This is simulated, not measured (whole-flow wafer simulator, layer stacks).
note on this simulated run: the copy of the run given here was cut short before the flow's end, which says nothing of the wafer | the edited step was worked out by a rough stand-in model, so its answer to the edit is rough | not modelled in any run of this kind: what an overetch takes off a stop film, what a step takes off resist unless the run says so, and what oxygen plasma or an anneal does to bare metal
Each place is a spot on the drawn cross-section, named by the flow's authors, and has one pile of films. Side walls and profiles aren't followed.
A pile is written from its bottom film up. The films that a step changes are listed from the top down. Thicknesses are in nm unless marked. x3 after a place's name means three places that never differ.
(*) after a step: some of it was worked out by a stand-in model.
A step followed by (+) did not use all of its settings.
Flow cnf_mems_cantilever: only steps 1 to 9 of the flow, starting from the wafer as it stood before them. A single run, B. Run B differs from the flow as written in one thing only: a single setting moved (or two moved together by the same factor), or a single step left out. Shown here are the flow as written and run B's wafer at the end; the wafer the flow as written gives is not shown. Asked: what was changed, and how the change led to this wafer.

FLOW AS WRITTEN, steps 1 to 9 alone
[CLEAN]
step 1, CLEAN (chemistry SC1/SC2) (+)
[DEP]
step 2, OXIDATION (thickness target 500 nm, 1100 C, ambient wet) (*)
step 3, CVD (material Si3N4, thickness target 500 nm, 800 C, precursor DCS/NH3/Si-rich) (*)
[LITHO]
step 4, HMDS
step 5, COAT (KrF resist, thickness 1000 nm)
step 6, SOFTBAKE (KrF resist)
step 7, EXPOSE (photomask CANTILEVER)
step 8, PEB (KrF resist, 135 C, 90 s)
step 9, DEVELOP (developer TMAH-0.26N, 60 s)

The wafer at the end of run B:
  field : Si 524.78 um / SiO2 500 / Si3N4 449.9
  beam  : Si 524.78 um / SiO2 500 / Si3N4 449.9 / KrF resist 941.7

Cause: step 3, CVD: 792 C was run, while the flow as written has 800 C.

The path from the change to this, step by step:
  step 3, CVD (material Si3N4, thickness target 500 nm, 800 C, precursor DCS/NH3/Si-rich) (*)
      field, beam: +449.9 Si3N4 (new film) (as written it would have been: +500 Si3N4 (new film))
